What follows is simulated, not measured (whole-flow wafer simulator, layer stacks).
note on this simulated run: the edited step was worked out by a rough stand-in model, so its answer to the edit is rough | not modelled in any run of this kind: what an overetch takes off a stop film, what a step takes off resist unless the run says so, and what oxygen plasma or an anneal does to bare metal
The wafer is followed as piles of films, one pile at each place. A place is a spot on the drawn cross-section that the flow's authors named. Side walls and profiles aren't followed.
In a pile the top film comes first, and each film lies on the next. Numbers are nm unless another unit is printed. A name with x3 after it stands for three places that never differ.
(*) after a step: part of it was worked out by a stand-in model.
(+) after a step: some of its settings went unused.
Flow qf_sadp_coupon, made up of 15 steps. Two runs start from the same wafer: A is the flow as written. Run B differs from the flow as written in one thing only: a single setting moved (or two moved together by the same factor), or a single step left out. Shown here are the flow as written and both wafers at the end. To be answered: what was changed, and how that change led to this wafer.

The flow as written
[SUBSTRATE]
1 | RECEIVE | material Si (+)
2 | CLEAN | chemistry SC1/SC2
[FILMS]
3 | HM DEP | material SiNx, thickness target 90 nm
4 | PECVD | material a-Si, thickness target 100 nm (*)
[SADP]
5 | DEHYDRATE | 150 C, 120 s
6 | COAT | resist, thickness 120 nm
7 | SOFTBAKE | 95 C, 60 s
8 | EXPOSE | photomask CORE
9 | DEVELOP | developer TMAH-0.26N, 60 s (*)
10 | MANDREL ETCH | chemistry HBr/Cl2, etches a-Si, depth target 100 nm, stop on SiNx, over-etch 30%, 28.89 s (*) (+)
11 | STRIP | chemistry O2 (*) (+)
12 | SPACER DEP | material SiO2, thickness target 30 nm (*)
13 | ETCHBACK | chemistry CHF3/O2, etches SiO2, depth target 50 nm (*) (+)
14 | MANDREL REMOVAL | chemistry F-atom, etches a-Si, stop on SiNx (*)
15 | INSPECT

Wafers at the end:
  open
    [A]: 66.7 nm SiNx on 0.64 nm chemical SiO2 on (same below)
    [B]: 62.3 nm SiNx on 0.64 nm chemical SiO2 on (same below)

What caused this: step 4, PECVD: thickness target 69.5 nm was run, while the flow as written has thickness target 100 nm.

Step by step, how the change led to this:
  4 | PECVD | material a-Si, thickness target 100 nm (*)
      m, open: A +100 a-Si (new film) | B +69.5 a-Si (new film)
  10 | MANDREL ETCH | chemistry HBr/Cl2, etches a-Si, depth target 100 nm, stop on SiNx, over-etch 30%, 28.89 s (*) (+)
      open: A -100 a-Si (all of it), -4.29 SiNx | B -69.5 a-Si (all of it), -8.64 SiNx
  14 | MANDREL REMOVAL | chemistry F-atom, etches a-Si, stop on SiNx (*)
      m: A -95.8 a-Si (all of it) | B -65.3 a-Si (all of it)
